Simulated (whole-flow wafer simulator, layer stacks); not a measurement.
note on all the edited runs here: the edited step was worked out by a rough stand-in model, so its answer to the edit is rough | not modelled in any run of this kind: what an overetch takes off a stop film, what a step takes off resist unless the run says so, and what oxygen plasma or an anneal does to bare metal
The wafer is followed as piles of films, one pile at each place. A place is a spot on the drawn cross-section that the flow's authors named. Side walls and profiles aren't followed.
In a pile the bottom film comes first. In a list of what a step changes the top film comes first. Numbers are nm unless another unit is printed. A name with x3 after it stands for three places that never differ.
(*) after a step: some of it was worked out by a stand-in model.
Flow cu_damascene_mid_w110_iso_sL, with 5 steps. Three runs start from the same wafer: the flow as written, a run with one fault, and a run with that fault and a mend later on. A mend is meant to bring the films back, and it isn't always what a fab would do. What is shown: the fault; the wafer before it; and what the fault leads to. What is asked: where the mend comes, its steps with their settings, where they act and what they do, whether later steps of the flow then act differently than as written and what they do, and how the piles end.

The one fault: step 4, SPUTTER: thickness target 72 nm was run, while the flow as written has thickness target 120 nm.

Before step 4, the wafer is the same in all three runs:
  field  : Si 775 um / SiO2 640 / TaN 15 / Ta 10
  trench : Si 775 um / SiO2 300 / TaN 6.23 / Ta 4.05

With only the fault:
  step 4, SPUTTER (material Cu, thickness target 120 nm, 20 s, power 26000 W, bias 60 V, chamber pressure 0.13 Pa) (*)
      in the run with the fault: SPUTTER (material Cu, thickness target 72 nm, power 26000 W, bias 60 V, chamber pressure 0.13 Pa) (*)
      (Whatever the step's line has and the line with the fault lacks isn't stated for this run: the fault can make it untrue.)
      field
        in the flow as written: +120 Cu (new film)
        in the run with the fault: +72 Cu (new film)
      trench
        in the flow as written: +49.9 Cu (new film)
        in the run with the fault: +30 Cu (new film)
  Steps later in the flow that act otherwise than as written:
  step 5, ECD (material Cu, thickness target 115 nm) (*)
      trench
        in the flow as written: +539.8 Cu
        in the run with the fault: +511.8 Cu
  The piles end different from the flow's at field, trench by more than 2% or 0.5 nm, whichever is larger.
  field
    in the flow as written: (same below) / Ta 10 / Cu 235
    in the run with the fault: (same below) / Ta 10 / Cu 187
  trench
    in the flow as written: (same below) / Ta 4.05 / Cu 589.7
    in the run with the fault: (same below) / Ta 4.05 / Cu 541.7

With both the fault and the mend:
  The mend stands after step 4.
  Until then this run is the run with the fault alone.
  step 4a, SPUTTER (material Cu, thickness target 48 nm, power 26000 W, bias 60 V, chamber pressure 0.13 Pa) (*) (the flow's step 4 again, with other settings)
      field
        +48 Cu
      trench
        +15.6 Cu
  Every later step of the flow that is run acts as written, at every place that is followed, to within 2% or 0.5 nm, whichever is larger.
  The piles end the same as the flow's at every place that both follow.
